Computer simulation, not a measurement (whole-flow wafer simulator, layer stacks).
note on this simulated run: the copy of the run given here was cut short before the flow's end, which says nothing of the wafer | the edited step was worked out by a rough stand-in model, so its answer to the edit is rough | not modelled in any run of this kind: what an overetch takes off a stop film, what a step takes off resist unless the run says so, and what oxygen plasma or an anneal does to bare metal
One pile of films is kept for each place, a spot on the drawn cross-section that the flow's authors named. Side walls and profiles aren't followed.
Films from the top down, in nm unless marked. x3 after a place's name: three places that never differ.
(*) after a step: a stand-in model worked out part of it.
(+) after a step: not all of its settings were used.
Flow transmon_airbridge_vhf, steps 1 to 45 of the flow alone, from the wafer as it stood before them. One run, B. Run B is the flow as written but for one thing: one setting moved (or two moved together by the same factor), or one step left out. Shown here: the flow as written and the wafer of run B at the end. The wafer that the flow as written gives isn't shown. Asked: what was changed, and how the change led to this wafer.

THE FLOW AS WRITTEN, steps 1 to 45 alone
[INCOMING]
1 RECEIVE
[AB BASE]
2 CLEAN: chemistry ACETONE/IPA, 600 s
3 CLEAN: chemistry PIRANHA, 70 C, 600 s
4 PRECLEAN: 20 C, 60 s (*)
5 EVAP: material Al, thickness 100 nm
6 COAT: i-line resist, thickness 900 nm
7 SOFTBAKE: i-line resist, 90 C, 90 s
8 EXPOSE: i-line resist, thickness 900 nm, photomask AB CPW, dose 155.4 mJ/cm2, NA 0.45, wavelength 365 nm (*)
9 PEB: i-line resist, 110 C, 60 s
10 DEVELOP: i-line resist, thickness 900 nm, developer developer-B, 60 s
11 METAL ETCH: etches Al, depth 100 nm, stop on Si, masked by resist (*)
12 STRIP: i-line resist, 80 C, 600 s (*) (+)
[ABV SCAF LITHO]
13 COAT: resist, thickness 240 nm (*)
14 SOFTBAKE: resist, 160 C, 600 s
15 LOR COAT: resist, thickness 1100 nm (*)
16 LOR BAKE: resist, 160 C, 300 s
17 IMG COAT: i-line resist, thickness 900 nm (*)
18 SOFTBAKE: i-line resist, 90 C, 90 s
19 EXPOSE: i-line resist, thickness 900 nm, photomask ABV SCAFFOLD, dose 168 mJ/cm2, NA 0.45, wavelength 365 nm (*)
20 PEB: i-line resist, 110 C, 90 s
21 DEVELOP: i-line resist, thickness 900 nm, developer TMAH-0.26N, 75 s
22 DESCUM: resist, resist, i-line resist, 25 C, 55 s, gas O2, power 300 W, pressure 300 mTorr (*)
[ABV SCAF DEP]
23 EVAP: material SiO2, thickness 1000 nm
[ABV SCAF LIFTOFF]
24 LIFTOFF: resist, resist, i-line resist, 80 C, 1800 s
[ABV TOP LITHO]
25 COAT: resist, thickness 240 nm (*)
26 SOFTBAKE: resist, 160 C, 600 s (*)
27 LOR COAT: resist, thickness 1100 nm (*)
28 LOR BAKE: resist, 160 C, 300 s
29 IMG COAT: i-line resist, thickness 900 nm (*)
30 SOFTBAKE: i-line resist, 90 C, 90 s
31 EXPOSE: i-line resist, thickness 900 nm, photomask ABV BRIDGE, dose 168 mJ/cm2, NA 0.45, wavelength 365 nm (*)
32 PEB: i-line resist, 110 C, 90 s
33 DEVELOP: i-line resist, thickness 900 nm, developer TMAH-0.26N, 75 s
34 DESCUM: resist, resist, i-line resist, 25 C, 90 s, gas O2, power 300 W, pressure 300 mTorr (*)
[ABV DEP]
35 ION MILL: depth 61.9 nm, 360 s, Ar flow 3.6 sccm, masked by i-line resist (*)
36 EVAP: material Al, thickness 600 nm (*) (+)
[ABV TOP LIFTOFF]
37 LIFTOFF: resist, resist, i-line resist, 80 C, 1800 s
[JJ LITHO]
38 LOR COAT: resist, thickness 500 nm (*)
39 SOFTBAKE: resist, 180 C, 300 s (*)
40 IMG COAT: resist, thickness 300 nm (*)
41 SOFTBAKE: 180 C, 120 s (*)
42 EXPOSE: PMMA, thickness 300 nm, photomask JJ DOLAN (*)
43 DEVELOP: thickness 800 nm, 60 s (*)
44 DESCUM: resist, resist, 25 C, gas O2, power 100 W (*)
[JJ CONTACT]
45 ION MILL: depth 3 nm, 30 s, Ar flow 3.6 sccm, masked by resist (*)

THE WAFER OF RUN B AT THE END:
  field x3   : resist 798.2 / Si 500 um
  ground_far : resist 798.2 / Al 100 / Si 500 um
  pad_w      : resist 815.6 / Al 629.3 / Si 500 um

The cause: step 40, IMG COAT: thickness 330 nm was run, where the flow has thickness 300 nm.

How the change led to this, step by step:
  40 IMG COAT: resist, thickness 300 nm (*)
      field x3, jj_line, ground_far, trace_open_s x2: resist +330 (as written it would be: resist +300)
      pad_w, pad_e: resist +330.3 (as written it would be: resist +300.1)
      (and at 8 more places)
  43 DEVELOP: thickness 800 nm, 60 s (*)
      jj_line: resist -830 (all of it) (as written it would be: resist -800 (all of it))
